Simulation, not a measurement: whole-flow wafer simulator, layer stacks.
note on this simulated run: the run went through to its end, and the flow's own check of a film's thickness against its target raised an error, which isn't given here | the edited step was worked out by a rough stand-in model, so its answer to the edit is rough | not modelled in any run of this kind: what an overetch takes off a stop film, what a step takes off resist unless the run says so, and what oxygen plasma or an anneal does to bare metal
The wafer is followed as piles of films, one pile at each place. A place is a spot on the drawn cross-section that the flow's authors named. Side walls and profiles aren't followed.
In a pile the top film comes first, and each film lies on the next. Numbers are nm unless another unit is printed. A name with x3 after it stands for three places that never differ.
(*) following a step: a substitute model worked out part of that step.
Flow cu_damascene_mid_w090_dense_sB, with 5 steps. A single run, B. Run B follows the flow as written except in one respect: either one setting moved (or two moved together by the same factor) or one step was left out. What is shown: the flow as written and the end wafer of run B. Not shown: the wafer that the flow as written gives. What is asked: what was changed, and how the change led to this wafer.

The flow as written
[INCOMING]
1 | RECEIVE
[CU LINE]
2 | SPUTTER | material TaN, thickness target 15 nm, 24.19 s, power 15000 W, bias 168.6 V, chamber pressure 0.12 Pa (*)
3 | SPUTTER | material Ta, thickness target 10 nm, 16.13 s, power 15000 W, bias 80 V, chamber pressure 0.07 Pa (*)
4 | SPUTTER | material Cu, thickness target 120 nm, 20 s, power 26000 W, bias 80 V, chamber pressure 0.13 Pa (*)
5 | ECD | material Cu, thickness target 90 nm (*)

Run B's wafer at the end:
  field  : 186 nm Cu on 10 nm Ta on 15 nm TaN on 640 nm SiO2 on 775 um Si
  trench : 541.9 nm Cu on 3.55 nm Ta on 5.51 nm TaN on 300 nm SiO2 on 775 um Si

Cause: step 4, SPUTTER: thickness target 96 nm was run, while the flow as written has thickness target 120 nm; step 4, SPUTTER: 16 s was run, where the flow has 20 s.

The path from the change to this, step by step:
  4 | SPUTTER | material Cu, thickness target 120 nm, 20 s, power 26000 W, bias 80 V, chamber pressure 0.13 Pa (*)
      field: +96 Cu (new film) (as written it would have been: +120 Cu (new film))
      trench: +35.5 Cu (new film) (as written it would have been: +44.3 Cu (new film))
  5 | ECD | material Cu, thickness target 90 nm (*)
      trench: +506.5 Cu (as written it would have been: +521.6 Cu)
